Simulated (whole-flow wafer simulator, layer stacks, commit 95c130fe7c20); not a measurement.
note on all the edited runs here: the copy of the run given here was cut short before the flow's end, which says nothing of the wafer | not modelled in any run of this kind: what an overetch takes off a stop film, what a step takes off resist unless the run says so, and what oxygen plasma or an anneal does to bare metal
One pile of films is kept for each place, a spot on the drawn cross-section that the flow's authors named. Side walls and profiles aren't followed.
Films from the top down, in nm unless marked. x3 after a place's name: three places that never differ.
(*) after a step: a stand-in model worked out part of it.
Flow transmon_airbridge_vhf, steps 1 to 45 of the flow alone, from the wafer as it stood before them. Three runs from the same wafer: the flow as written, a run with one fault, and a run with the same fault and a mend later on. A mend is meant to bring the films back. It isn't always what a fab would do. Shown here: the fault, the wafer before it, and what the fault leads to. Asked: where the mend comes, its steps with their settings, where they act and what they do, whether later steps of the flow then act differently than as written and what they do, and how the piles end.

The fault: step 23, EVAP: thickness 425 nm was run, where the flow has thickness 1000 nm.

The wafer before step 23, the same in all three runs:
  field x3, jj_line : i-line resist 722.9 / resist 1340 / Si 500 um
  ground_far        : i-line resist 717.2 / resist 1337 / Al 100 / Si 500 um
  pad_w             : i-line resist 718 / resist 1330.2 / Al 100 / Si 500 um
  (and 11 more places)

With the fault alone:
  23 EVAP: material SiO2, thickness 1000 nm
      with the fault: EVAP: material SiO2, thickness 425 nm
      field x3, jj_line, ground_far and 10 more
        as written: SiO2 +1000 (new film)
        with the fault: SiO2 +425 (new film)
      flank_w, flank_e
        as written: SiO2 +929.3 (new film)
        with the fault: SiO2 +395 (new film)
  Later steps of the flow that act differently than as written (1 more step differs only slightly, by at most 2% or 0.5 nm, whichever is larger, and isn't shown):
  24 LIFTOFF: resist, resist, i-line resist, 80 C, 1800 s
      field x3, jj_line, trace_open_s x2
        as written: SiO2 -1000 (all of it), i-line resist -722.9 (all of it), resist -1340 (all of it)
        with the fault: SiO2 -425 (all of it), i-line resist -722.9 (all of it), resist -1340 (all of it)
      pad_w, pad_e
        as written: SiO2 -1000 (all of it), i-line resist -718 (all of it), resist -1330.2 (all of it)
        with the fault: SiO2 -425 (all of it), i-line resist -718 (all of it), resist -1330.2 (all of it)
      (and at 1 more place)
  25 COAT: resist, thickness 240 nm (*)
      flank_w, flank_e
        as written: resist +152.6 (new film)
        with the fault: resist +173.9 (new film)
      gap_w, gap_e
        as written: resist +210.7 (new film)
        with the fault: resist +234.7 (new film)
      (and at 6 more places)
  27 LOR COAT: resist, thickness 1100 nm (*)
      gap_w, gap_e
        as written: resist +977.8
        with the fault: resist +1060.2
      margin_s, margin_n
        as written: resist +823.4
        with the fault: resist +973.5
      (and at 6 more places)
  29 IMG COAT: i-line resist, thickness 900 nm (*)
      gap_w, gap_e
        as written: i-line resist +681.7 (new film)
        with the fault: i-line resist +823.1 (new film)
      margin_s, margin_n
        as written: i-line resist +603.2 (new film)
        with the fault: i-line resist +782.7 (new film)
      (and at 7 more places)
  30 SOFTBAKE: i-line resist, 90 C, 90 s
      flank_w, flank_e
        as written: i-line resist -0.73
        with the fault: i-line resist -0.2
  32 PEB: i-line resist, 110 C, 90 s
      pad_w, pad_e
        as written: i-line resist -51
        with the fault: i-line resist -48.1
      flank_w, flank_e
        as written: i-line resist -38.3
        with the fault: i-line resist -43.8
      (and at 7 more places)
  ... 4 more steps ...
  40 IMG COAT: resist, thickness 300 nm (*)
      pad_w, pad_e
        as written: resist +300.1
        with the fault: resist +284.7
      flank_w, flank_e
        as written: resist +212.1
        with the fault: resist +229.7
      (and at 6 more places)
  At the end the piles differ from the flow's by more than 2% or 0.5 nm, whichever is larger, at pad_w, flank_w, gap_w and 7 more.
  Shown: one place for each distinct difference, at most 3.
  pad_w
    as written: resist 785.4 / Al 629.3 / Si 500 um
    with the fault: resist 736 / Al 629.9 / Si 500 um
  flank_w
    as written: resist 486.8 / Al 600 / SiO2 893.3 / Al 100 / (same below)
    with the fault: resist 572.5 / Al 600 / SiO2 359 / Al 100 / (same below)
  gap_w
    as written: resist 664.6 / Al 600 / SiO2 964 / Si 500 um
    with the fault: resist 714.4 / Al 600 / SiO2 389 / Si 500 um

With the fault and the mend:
  The mend comes after step 23.
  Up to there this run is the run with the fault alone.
  23a EVAP: material SiO2, thickness 575 nm (the flow's step 23 once more, with other settings)
      field x3, jj_line, ground_far and 10 more
        SiO2 +575
      flank_w, flank_e
        SiO2 +535.2
  No later step of the flow acts differently than as written, at any place that is followed, by more than 2% or 0.5 nm, whichever is larger.
  At the end the piles differ from the flow's only slightly at the places that both follow, by at most 2% or 0.5 nm, whichever is larger.
